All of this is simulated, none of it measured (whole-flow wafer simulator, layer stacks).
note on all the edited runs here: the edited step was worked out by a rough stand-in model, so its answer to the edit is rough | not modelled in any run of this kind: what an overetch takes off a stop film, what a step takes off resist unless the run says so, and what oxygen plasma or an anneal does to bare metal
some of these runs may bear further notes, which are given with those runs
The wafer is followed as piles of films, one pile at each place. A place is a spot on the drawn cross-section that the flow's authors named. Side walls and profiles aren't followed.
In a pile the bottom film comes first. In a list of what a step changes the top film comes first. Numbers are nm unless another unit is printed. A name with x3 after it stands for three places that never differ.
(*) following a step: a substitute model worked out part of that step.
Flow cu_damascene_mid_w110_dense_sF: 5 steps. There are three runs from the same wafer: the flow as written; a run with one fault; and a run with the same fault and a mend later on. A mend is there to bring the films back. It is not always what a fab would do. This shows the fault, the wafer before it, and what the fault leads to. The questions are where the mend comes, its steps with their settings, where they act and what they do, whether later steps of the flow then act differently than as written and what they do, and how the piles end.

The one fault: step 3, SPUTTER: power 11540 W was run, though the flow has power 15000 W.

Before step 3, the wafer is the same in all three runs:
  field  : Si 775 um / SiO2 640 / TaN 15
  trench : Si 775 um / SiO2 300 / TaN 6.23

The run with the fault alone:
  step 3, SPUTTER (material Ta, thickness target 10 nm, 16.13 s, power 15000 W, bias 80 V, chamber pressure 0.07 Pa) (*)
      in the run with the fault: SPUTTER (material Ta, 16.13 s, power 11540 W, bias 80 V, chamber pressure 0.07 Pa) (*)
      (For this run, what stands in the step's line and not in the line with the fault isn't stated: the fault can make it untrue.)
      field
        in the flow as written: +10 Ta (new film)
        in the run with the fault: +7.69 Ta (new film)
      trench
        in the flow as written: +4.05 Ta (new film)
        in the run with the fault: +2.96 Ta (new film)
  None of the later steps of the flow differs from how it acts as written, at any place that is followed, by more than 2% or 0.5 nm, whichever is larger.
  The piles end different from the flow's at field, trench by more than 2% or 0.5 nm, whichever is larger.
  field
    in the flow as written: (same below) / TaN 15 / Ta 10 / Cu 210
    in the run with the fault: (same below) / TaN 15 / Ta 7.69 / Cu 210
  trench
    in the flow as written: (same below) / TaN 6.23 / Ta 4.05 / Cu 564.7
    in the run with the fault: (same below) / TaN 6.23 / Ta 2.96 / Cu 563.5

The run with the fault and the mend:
  The mend stands after step 3.
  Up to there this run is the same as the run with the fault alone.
  step 3a, SPUTTER (material Ta, 3.805 s, power 15000 W, bias 80 V, chamber pressure 0.07 Pa) (*) (the flow's step 3 again, with other settings)
      field
        +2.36 Ta
      trench
        +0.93 Ta
  None of the later steps of the flow differs from how it acts as written, at any place that is followed, by more than 2% or 0.5 nm, whichever is larger.
  At the end the piles are close to the flow's at the places that both follow, differing by at most 2% or 0.5 nm, whichever is larger.
